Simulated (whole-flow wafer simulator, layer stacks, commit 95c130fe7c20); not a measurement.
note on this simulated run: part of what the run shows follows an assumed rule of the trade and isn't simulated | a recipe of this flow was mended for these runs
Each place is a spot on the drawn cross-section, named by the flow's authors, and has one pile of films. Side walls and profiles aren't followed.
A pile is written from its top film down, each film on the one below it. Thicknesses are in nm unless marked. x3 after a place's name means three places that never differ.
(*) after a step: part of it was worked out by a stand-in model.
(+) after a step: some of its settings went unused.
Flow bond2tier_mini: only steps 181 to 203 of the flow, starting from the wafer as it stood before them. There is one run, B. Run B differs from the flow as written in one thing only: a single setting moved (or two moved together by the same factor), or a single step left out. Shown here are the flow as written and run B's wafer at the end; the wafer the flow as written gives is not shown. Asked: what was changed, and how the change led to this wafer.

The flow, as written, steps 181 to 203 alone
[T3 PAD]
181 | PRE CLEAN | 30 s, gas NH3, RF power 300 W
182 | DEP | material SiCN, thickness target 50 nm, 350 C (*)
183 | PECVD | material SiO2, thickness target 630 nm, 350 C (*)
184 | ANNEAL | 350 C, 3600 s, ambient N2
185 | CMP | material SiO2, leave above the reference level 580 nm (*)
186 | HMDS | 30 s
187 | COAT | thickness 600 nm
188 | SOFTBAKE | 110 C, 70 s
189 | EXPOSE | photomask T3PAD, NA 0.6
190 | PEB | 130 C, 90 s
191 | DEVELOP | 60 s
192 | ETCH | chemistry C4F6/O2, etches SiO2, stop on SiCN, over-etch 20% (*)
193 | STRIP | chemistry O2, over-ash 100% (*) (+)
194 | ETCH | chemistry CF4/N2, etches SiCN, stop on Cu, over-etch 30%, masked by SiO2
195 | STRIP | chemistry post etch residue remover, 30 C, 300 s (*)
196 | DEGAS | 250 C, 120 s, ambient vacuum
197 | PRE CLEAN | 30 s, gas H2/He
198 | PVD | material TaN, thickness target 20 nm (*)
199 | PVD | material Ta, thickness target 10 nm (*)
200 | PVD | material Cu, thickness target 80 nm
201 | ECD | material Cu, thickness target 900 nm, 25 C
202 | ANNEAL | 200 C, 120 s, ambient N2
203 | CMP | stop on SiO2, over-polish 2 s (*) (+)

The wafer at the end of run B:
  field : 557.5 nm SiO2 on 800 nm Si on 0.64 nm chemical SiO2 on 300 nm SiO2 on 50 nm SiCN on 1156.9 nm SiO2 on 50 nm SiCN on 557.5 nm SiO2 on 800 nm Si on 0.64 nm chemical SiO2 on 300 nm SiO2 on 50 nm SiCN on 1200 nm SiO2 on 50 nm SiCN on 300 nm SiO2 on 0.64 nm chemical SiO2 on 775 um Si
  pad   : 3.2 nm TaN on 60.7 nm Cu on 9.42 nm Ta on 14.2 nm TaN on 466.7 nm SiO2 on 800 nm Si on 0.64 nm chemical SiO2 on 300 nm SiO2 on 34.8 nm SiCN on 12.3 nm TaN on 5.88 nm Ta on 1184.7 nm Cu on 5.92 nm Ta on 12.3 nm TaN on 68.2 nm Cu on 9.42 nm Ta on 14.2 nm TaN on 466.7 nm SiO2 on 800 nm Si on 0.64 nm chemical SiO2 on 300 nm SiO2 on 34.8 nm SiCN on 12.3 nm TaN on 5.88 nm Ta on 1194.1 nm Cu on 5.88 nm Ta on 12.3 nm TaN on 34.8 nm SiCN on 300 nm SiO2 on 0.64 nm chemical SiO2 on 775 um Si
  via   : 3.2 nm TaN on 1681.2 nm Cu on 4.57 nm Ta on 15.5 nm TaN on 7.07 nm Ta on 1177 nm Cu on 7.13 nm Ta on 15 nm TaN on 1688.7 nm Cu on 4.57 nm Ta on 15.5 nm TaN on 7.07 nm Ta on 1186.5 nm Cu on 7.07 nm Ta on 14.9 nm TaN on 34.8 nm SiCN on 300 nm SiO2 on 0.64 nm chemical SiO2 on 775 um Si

What caused this: step 183, PECVD: material SiO2, thickness target 630 nm, 350 C (*), was not run.

How this came from the change, step by step:
  185 | CMP | material SiO2, leave above the reference level 580 nm (*)
      pad, via: nothing (it would be, as written: SiO2 loses 50)
      field: nothing (it would be, as written: SiO2 loses 47.1)
  192 | ETCH | chemistry C4F6/O2, etches SiO2, stop on SiCN, over-etch 20% (*)
      pad, via: SiCN loses 50 (all of it), Cu loses 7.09 (it would be, as written: SiO2 loses 580 (all of it), SiCN loses 19.6)
  194 | ETCH | chemistry CF4/N2, etches SiCN, stop on Cu, over-etch 30%, masked by SiO2
      pad, via: Cu loses 0.6 (it would be, as written: SiCN loses 30.4 (all of it), Cu loses 0.17)
      field: SiCN loses 30 (it would be, as written: SiO2 loses 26)
  198 | PVD | material TaN, thickness target 20 nm (*)
      pad: TaN gains 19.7 (new film) (it would be, as written: TaN gains 12.3 (new film))
      via: TaN gains 20 (new film) (it would be, as written: TaN gains 15 (new film))
  199 | PVD | material Ta, thickness target 10 nm (*)
      pad: Ta gains 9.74 (new film) (it would be, as written: Ta gains 5.92 (new film))
      via: Ta gains 10 (new film) (it would be, as written: Ta gains 7.13 (new film))
  200 | PVD | material Cu, thickness target 80 nm
      pad: Cu gains 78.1 (new film) (it would be, as written: Cu gains 48.7 (new film))
      via: Cu gains 80 (new film) (it would be, as written: Cu gains 59.4 (new film))
  201 | ECD | material Cu, thickness target 900 nm, 25 C
      pad: Cu gains 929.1 (it would be, as written: Cu gains 1549)
      via: Cu gains 926.5 (it would be, as written: Cu gains 1534.4)
  203 | CMP | stop on SiO2, over-polish 2 s (*) (+)
      field: Cu loses 980 (all of it), Ta loses 10 (all of it), TaN loses 20 (all of it), SiCN loses 20 (all of it) (it would be, as written: Cu loses 980 (all of it), Ta loses 10 (all of it), TaN loses 20 (all of it))
      pad: Cu loses 1007.1 (all of it), Ta loses 9.74 (all of it), TaN loses 16.5 (it would be, as written: Cu loses 1013.3)
      (also at 1 further place)
